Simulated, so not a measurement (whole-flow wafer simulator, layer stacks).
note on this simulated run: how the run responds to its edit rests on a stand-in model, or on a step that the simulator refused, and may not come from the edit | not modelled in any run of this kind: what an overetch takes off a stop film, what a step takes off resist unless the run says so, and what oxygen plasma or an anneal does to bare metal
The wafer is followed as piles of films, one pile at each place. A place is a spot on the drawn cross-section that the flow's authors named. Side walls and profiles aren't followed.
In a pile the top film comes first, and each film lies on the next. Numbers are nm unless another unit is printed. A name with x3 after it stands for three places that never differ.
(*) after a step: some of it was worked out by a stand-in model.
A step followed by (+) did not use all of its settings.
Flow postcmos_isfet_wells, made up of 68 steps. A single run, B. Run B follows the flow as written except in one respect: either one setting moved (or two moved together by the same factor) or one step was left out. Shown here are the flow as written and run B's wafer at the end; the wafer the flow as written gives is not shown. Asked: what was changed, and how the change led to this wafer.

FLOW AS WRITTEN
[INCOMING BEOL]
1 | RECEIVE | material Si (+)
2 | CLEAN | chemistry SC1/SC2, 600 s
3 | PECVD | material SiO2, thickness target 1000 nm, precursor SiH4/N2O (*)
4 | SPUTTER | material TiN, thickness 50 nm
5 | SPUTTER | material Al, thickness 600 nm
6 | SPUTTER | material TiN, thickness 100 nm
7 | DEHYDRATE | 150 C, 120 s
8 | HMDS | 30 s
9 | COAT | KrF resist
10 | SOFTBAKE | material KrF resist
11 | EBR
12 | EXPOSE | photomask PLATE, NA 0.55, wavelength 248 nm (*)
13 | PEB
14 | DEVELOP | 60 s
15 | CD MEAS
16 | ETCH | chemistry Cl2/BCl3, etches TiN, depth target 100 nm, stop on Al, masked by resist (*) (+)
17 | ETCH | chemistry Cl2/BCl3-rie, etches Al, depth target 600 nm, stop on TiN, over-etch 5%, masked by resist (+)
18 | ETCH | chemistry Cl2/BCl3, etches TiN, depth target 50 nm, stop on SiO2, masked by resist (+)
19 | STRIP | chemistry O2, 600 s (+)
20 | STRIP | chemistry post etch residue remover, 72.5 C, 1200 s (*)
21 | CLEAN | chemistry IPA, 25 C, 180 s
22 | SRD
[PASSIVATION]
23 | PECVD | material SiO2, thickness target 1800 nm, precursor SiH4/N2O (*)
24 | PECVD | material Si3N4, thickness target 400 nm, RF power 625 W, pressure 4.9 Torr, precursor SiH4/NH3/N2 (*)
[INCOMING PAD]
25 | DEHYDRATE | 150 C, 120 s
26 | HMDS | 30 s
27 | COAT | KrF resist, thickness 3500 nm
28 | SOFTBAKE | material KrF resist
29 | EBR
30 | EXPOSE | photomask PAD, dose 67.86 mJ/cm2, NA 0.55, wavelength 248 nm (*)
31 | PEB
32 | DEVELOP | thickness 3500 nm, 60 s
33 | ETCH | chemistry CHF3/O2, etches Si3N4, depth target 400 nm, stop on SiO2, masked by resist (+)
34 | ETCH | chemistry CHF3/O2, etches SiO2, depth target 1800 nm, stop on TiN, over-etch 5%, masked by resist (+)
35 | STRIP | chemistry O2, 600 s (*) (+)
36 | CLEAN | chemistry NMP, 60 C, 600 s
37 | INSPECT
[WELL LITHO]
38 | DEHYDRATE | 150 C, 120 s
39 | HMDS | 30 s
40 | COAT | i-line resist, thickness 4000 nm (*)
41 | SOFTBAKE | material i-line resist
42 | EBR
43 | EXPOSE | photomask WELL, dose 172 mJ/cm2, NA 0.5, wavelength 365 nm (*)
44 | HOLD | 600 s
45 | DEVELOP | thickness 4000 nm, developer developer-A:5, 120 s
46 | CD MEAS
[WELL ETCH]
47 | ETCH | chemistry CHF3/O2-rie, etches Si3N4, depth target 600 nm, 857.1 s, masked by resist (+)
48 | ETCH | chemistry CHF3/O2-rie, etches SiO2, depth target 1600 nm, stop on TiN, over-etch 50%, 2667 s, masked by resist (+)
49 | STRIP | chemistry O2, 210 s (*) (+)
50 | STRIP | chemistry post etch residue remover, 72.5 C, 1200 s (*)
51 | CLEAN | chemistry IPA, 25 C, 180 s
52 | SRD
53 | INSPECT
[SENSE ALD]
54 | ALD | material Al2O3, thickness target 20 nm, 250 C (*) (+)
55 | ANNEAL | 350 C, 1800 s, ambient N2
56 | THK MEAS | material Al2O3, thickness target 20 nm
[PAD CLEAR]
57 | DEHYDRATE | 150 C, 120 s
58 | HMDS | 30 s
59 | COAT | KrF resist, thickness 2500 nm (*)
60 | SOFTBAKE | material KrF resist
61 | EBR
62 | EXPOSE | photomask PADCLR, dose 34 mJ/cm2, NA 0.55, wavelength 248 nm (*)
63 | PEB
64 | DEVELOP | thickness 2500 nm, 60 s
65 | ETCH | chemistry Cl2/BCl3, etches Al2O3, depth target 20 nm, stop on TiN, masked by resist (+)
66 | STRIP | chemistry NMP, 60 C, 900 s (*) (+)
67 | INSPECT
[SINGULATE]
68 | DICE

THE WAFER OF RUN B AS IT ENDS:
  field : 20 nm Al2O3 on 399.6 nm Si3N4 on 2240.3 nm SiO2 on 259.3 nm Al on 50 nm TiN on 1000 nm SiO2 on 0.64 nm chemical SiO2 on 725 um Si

Cause: step 17, ETCH: depth target 285 nm was run, though the flow has depth target 600 nm.

Step by step, how the change led to this:
  17 | ETCH | chemistry Cl2/BCl3-rie, etches Al, depth target 600 nm, stop on TiN, over-etch 5%, masked by resist (+)
      field: Al loses 285 (in the flow as written it would be: Al loses 600 (all of it))
      margin, well900, well1300 x3, pad_rim, pad_clr, pad_open: KrF resist loses 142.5 (in the flow as written it would be: KrF resist loses 300)
  18 | ETCH | chemistry Cl2/BCl3, etches TiN, depth target 50 nm, stop on SiO2, masked by resist (+)
      field: Al loses 50 (in the flow as written it would be: TiN loses 50 (all of it))
  19 | STRIP | chemistry O2, 600 s (+)
      margin, well900, well1300 x3, pad_rim, pad_clr, pad_open: KrF resist loses 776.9 (all of it) (in the flow as written it would be: KrF resist loses 619.4 (all of it))
  20 | STRIP | chemistry post etch residue remover, 72.5 C, 1200 s (*)
      field: Al loses 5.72 (in the flow as written it would be: nothing)
  23 | PECVD | material SiO2, thickness target 1800 nm, precursor SiH4/N2O (*)
      field: SiO2 gains 2240.3 (new film) (in the flow as written it would be: SiO2 gains 1800 (new film), void gains 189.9 (new film), SiO2 gains 559.7)
With metal films that touch counted as one body, field has 1 body; the flow as written gives 0 bodies.
